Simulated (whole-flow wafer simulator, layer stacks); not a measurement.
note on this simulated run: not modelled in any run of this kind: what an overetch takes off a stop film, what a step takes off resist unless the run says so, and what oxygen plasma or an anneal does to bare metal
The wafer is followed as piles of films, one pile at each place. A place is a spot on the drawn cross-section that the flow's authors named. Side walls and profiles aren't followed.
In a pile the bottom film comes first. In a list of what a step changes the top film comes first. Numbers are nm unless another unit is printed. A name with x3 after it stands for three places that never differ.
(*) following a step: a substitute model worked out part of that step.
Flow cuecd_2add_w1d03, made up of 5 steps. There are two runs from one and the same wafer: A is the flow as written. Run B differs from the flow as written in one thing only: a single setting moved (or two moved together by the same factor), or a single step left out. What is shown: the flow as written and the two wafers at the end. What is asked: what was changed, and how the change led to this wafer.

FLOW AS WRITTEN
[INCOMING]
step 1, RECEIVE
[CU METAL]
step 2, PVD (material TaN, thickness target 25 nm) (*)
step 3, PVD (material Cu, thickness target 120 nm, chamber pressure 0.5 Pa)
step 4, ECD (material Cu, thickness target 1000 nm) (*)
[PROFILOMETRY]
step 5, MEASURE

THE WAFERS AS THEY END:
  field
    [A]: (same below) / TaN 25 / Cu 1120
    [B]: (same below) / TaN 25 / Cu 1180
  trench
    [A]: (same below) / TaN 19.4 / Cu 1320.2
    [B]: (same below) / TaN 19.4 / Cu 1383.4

Cause: step 3, PVD: thickness target 180 nm was run, while the flow as written has thickness target 120 nm.

How this came from the change, step by step:
  step 3, PVD (material Cu, thickness target 120 nm, chamber pressure 0.5 Pa)
      field: A Cu gains 120 (new film) | B Cu gains 180 (new film)
      trench: A Cu gains 93.4 (new film) | B Cu gains 140 (new film)
